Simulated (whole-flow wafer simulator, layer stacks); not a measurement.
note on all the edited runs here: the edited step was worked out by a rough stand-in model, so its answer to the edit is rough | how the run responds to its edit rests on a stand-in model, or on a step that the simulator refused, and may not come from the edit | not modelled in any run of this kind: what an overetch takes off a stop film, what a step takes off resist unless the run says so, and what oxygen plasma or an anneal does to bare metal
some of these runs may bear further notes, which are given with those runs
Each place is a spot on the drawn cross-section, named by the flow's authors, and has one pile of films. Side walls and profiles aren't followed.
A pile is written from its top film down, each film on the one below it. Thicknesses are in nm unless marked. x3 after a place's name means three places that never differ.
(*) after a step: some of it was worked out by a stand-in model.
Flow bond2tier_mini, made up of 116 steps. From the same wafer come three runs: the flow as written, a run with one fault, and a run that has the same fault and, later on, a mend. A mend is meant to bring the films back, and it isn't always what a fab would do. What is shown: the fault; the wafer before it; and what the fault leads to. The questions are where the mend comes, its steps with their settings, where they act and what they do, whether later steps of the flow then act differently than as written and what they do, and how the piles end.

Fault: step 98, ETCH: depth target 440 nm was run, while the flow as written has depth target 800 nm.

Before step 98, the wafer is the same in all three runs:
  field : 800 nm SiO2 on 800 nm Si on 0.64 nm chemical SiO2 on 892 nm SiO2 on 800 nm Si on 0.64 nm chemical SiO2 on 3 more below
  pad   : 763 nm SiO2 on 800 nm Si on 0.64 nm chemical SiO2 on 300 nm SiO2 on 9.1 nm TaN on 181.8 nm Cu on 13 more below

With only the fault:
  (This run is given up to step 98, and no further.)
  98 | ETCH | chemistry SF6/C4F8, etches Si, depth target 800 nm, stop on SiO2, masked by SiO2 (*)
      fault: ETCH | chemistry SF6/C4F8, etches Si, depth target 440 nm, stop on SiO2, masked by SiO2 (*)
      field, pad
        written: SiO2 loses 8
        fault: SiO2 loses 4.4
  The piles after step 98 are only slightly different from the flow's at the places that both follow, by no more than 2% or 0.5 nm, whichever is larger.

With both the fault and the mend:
  The mend follows step 98.
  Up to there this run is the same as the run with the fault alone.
  98a | ETCH | chemistry SF6/C4F8, etches Si, depth target 360 nm, stop on SiO2, masked by SiO2 (*) (a further turn of the flow's step 98, with different settings)
      field, pad
        SiO2 loses 3.6
  None of the later steps of the flow acts differently than as written at any place that is followed.
  At every place that both follow, the piles at the end match the flow's.
